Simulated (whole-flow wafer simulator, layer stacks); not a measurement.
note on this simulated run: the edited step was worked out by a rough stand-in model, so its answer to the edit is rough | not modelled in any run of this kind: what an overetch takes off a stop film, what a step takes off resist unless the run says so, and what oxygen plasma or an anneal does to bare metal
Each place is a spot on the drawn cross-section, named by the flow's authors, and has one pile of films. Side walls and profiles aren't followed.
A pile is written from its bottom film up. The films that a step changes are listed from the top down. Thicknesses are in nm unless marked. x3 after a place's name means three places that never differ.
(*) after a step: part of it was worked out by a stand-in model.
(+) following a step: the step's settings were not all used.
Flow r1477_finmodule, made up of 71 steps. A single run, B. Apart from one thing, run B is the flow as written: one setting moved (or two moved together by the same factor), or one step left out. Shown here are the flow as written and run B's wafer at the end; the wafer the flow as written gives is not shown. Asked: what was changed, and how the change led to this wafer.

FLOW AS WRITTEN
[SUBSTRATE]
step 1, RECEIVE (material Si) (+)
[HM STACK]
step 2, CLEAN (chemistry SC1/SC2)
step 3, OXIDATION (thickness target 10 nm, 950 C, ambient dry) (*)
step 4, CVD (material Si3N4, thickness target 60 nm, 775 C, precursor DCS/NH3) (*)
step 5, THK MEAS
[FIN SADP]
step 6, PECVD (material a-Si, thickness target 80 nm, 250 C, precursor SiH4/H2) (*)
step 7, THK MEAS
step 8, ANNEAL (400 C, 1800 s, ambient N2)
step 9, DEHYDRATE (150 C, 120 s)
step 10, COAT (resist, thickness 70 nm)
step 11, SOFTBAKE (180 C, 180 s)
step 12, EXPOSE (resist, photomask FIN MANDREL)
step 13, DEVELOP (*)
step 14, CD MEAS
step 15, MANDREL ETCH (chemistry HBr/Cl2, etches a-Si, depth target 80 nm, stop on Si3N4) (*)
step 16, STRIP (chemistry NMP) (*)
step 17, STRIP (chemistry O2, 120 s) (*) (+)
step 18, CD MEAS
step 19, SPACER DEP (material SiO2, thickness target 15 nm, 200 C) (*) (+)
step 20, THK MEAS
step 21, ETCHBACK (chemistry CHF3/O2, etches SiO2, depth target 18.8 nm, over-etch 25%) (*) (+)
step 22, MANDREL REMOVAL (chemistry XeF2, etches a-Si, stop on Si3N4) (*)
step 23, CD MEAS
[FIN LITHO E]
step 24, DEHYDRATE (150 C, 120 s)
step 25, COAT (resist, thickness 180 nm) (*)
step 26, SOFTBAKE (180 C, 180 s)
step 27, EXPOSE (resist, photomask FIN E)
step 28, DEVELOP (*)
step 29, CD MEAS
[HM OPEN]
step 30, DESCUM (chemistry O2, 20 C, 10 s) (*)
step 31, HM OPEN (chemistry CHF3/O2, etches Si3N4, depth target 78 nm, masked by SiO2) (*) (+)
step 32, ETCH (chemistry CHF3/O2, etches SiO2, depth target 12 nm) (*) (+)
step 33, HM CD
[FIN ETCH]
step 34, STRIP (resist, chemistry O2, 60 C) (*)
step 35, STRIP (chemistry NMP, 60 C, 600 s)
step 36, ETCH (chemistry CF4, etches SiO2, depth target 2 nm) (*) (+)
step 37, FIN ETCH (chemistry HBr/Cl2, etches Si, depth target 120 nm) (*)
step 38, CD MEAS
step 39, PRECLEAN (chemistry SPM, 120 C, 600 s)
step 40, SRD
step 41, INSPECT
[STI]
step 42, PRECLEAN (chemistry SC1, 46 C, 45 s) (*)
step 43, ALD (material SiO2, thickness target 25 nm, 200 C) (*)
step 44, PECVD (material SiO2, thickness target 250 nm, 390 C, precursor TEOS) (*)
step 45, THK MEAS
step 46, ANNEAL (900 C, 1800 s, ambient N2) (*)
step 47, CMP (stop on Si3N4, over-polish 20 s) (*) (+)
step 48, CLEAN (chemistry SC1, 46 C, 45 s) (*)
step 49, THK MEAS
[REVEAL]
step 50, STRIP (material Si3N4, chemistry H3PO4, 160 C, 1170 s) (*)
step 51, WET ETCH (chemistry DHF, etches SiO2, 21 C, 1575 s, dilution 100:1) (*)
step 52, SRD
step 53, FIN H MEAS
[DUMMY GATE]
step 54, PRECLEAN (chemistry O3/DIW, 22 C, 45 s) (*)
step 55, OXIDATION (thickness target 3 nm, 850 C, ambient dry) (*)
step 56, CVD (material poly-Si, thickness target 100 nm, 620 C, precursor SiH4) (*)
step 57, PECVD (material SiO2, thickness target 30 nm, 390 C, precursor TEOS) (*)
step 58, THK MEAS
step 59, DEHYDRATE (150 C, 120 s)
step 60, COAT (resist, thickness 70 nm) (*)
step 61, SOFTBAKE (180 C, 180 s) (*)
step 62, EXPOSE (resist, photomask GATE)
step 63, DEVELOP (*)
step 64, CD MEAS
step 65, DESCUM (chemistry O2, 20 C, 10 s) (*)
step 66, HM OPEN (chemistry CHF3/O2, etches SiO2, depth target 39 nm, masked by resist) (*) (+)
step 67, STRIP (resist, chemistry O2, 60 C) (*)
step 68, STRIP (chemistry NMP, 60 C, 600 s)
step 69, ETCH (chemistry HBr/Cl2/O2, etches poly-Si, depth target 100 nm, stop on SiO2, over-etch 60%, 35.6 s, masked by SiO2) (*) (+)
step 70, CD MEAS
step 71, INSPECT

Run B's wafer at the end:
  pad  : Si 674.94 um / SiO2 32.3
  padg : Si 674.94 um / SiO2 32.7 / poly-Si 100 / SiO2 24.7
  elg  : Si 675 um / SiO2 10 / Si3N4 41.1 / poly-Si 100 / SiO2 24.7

The reason: step 37, FIN ETCH: depth target 49.2 nm was run, whereas the flow has depth target 120 nm.

How this came from the change, step by step:
  step 37, FIN ETCH (chemistry HBr/Cl2, etches Si, depth target 120 nm) (*)
      pad, padg, esg and 19 more: Si loses 49.2 (in the flow as written it would be: Si loses 120)
      elg, e40lg, e100lg, e200lg, elo, e40lo, e100lo, e200lo: Si3N4 loses 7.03 (in the flow as written it would be: Si3N4 loses 17.1)
      (also at 6 further places)
  step 43, ALD (material SiO2, thickness target 25 nm, 200 C) (*)
      s40cg, s45cg, s50cg, s40co, s45co, s50co: SiO2 gains 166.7 (new film) (in the flow as written it would be: SiO2 gains 232.1 (new film))
      esg: SiO2 gains 133.6 (new film) (in the flow as written it would be: SiO2 gains 194.3 (new film))
  step 47, CMP (stop on Si3N4, over-polish 20 s) (*) (+)
      pad, padg, e40sg and 11 more: SiO2 loses 142.6 (in the flow as written it would be: SiO2 loses 71.8)
      elg, esg, e40lg and 6 more: SiO2 loses 251.7 (in the flow as written it would be: SiO2 loses 241.6)
      (also at 1 further place)
  step 51, WET ETCH (chemistry DHF, etches SiO2, 21 C, 1575 s, dilution 100:1) (*)
      elg, e40lg, e100lg, e200lg, elo, e40lo, e100lo, e200lo: SiO2 loses 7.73 (all of it), Si3N4 loses 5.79 (in the flow as written it would be: SiO2 loses 17.8 (all of it), Si3N4 loses 4.97)
  step 56, CVD (material poly-Si, thickness target 100 nm, 620 C, precursor SiH4) (*)
      esg: poly-Si gains 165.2 (new film) (in the flow as written it would be: poly-Si gains 156 (new film))
  step 60, COAT (resist, thickness 70 nm) (*)
      e40sg, eso, e40so: resist gains 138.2 (new film) (in the flow as written it would be: resist gains 129.5 (new film))
      e100sg, e100so: resist gains 138.1 (new film) (in the flow as written it would be: resist gains 129.4 (new film))
      (also at 2 further places)
  step 63, DEVELOP (*)
      eso, e40so: resist loses 138.2 (all of it) (in the flow as written it would be: resist loses 129.5 (all of it))
      e100so: resist loses 138.1 (all of it) (in the flow as written it would be: resist loses 129.4 (all of it))
      (also at 1 further place)
  step 67, STRIP (resist, chemistry O2, 60 C) (*)
      e40sg: resist loses 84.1 (all of it) (in the flow as written it would be: resist loses 75.4 (all of it))
      e100sg: resist loses 84 (all of it) (in the flow as written it would be: resist loses 75.3 (all of it))
      (also at 1 further place)
